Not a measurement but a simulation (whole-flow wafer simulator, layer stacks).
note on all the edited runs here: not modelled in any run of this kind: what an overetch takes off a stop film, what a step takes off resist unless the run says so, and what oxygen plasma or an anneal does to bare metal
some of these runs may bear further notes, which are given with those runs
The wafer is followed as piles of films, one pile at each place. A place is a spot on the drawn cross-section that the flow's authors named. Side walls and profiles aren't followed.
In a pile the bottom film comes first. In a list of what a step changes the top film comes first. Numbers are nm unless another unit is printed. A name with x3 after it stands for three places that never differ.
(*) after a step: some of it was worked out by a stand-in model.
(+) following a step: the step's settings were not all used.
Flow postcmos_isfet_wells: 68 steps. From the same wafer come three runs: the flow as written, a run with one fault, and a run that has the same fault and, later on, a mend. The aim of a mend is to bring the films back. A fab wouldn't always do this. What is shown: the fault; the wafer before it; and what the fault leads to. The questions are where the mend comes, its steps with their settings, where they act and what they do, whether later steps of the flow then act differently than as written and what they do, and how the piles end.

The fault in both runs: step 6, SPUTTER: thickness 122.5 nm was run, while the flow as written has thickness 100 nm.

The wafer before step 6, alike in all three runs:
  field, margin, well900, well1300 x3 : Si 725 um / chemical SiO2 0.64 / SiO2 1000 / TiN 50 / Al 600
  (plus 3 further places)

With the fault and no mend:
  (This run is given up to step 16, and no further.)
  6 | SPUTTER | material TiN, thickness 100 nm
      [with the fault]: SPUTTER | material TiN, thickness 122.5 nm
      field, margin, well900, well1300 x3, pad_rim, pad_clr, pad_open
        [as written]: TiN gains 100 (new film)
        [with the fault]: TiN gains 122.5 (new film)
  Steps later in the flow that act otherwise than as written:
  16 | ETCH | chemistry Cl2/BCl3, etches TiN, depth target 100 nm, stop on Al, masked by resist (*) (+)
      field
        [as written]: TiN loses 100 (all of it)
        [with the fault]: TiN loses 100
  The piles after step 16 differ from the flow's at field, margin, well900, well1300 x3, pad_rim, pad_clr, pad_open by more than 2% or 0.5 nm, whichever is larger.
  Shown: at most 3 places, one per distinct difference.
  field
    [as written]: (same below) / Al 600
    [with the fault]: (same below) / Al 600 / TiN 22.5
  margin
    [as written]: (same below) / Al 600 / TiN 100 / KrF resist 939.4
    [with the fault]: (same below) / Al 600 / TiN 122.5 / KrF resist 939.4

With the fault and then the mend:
  After step 6 comes the mend.
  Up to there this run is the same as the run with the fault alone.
  6a | ETCH | chemistry peroxide tin strip, depth target 22.5 nm
      field, margin, well900, well1300 x3, pad_rim, pad_clr, pad_open
        TiN loses 22.5
  None of the later steps of the flow acts differently than as written at any place that is followed.
  At every place that both follow, the piles at the end match the flow's.
